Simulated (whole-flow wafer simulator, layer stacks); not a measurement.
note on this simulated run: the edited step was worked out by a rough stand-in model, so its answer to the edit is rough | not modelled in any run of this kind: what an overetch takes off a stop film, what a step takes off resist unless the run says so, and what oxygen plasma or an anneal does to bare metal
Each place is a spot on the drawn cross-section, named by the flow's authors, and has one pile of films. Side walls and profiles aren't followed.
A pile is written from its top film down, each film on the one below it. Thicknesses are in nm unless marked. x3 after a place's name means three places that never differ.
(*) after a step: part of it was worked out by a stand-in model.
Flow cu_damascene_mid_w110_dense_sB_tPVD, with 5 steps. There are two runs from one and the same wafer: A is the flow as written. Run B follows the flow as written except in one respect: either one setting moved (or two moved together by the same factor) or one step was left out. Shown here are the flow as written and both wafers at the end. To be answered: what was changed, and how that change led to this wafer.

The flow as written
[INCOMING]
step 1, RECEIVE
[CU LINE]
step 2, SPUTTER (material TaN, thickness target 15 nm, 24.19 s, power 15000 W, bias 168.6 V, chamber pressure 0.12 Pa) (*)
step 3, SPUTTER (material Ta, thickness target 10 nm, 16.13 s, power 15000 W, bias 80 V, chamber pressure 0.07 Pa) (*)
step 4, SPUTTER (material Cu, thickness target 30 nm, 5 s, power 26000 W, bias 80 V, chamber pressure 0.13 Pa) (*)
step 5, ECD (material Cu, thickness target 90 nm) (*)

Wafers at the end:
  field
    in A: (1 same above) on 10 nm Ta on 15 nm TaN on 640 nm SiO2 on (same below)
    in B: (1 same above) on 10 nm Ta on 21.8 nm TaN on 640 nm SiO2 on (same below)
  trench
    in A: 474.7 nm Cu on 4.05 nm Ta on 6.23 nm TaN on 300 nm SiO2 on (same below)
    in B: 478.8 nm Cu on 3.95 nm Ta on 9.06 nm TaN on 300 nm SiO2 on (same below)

The reason: step 2, SPUTTER: thickness target 21.8 nm was run, while the flow as written has thickness target 15 nm; step 2, SPUTTER: 35.08 s was run, where the flow has 24.19 s.
One can read it off the wafer: field has TaN 21.8, and step 2 as written asks for 15 nm.

The path from the change to this, step by step:
  step 2, SPUTTER (material TaN, thickness target 15 nm, 24.19 s, power 15000 W, bias 168.6 V, chamber pressure 0.12 Pa) (*)
      field: A +15 TaN (new film) | B +21.8 TaN (new film)
      trench: A +6.23 TaN (new film) | B +9.06 TaN (new film)
